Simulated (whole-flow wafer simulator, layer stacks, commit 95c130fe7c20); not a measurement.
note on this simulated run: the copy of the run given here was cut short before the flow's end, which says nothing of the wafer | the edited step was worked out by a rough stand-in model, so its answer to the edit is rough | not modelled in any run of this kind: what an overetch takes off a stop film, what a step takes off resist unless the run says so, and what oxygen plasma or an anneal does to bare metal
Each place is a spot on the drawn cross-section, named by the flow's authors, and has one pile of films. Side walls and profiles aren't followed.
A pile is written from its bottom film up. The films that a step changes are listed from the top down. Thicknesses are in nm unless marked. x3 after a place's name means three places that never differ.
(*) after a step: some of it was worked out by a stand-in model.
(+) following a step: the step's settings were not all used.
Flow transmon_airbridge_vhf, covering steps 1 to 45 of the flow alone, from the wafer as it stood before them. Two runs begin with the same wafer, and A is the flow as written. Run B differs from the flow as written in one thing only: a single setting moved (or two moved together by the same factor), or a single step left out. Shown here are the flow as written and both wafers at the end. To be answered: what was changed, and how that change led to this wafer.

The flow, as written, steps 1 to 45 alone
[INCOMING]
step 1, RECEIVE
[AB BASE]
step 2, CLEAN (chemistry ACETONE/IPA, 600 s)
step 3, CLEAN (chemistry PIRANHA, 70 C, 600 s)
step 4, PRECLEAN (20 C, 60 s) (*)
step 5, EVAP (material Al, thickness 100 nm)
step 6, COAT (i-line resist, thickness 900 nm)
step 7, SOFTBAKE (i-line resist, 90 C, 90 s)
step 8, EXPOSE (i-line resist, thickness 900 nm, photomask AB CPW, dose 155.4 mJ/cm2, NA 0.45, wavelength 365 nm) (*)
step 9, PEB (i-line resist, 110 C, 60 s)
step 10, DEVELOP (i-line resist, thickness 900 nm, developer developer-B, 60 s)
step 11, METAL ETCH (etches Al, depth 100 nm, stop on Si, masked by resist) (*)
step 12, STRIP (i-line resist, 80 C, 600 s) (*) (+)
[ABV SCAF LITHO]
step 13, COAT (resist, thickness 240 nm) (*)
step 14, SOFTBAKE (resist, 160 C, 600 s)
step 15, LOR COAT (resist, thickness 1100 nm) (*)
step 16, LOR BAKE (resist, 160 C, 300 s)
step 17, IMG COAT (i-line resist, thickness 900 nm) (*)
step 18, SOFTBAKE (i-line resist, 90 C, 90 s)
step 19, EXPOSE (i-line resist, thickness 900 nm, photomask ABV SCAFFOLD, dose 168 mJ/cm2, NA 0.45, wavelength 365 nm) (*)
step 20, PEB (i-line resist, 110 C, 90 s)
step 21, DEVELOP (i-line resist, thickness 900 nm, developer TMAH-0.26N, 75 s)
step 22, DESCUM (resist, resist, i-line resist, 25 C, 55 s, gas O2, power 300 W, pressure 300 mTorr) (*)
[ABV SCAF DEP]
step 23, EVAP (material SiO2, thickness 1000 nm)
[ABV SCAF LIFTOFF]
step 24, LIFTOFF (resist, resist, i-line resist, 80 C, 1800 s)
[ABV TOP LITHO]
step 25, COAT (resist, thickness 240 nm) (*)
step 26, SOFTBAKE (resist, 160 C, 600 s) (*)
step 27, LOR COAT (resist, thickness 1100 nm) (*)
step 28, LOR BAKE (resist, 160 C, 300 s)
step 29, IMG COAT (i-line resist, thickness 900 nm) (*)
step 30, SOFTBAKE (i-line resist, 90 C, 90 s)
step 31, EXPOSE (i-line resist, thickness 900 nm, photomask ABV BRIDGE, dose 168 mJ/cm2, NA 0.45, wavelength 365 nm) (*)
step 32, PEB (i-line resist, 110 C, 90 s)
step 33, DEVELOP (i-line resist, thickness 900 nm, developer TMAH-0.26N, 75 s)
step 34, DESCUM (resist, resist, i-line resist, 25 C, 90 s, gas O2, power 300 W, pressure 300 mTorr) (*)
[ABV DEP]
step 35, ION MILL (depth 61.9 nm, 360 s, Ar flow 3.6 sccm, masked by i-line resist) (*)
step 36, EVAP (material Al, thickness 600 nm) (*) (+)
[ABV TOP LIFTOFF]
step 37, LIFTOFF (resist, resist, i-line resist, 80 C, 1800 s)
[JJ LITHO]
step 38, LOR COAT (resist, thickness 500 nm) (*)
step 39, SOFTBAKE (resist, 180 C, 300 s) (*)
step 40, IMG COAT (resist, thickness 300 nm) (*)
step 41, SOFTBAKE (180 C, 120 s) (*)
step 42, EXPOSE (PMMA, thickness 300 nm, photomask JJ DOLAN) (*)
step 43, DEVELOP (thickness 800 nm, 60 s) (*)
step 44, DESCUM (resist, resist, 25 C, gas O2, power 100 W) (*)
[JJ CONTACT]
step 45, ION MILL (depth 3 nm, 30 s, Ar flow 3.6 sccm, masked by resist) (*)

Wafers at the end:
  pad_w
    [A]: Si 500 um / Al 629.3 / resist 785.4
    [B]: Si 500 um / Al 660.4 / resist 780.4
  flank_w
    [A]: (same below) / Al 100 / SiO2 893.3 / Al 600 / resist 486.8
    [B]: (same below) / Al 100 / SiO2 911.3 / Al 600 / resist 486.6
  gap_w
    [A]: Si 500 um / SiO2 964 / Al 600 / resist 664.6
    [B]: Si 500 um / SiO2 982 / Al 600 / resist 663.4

What caused this: step 35, ION MILL: depth 30.9 nm was run, though the flow has depth 61.9 nm; step 35, ION MILL: 180 s was run, where the flow has 360 s.

The path from the change to this, step by step:
  step 35, ION MILL (depth 61.9 nm, 360 s, Ar flow 3.6 sccm, masked by i-line resist) (*)
      field x3, jj_line, ground_far, trace_open_s x2, margin_s, margin_n: A -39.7 i-line resist | B -19.9 i-line resist
      flank_w, gap_w, cpw_trace, gap_e, flank_e, bridge_strip: A -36 SiO2 | B -18 SiO2
      (also at 2 further places)
  step 37, LIFTOFF (resist, resist, i-line resist, 80 C, 1800 s)
      field x3, jj_line, trace_open_s x2: A -600 Al (all of it), -600 i-line resist (all of it), -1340 resist (all of it) | B -600 Al (all of it), -619.8 i-line resist (all of it), -1340 resist (all of it)
      margin_s, margin_n: A -600 Al (all of it), -318.3 i-line resist (all of it), -992 resist (all of it) | B -600 Al (all of it), -338.1 i-line resist (all of it), -992 resist (all of it)
      (also at 1 further place)
